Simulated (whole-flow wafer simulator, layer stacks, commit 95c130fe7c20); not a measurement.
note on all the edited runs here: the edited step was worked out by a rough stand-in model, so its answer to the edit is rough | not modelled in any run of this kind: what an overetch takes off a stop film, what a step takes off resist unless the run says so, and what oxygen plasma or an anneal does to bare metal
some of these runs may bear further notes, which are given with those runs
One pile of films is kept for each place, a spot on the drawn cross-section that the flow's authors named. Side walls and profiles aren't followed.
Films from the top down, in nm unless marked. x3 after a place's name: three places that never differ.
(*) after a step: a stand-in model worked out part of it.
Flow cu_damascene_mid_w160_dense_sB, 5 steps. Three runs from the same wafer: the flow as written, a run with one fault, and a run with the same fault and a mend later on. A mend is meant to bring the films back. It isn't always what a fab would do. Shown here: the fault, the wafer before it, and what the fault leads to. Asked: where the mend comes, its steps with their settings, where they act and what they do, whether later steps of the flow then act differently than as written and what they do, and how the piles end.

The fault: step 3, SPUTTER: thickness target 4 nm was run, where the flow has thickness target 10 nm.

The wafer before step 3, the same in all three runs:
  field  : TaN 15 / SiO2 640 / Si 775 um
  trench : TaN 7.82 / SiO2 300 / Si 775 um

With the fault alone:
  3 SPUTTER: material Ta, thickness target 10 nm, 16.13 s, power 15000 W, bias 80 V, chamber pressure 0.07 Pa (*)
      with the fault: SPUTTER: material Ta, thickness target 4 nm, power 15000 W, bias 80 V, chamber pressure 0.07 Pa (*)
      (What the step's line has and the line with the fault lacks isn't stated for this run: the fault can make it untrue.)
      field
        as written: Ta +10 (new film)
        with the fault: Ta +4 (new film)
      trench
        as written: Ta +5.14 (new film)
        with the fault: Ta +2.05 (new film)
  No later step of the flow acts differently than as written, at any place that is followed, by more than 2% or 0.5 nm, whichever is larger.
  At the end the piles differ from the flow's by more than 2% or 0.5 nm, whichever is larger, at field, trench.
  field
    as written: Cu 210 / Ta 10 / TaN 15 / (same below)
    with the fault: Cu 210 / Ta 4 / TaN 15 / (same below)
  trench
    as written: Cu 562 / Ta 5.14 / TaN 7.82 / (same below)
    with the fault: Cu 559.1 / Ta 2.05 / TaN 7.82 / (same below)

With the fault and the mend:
  The mend comes after step 3.
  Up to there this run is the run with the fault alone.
  3a SPUTTER: material Ta, thickness target 6 nm, power 15000 W, bias 80 V, chamber pressure 0.07 Pa (*) (the flow's step 3 once more, with other settings)
      field
        Ta +6
      trench
        Ta +3.05
  No later step of the flow acts differently than as written, at any place that is followed, by more than 2% or 0.5 nm, whichever is larger.
  At the end the piles differ from the flow's only slightly at the places that both follow, by at most 2% or 0.5 nm, whichever is larger.
